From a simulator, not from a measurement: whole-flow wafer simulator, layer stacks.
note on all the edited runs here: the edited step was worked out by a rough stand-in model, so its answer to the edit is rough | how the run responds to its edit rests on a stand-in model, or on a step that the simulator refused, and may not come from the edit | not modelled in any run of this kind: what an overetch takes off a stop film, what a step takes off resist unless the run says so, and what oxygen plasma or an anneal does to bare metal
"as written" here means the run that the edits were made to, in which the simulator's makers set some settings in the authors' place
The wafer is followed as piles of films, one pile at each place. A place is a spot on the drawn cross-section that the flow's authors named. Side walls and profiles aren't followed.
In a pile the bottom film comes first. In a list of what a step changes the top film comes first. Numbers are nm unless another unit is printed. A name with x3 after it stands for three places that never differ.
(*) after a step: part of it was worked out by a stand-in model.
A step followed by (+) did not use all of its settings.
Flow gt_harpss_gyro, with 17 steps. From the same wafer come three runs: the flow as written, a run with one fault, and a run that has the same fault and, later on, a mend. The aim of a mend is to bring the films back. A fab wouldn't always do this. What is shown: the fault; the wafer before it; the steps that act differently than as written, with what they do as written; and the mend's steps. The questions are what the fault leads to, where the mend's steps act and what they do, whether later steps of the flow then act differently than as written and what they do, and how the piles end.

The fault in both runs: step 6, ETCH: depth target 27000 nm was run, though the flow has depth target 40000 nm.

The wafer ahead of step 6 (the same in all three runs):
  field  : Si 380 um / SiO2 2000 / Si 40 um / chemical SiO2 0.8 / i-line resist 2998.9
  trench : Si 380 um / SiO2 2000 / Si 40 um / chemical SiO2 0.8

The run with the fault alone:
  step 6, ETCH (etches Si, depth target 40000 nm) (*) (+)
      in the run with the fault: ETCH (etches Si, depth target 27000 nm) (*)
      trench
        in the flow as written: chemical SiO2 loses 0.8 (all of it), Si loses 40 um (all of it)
        in the run with the fault: chemical SiO2 loses 0.8 (all of it), Si loses 27 um
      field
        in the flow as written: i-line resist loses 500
        in the run with the fault: i-line resist loses 337.5
  Later steps of the flow acting differently than as written (3 more steps, not shown, differ only slightly: by at most 2% or 0.5 nm, whichever is larger):
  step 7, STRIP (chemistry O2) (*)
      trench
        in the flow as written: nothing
        in the run with the fault: chemical SiO2 gains 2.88 (new film), Si loses 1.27
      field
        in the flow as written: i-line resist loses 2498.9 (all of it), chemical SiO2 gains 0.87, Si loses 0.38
        in the run with the fault: i-line resist loses 2661.4 (all of it), chemical SiO2 gains 0.89, Si loses 0.39
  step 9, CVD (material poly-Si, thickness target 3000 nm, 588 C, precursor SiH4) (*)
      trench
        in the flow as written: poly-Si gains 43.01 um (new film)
        in the run with the fault: poly-Si gains 30 um (new film)
  The piles end different from the flow's at trench by more than 2% or 0.5 nm, whichever is larger.
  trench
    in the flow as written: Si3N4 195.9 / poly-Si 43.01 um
    in the run with the fault: Si 13 um / chemical SiO2 2.88 / Si3N4 197.7 / poly-Si 30 um

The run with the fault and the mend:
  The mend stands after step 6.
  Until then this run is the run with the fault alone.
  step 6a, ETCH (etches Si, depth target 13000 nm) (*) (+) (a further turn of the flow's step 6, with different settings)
      field
        i-line resist loses 162.5
      trench
        Si loses 13 um (all of it)
  None of the later steps of the flow acts differently than as written at any place that is followed.
  At every place that both follow, the piles at the end match the flow's.
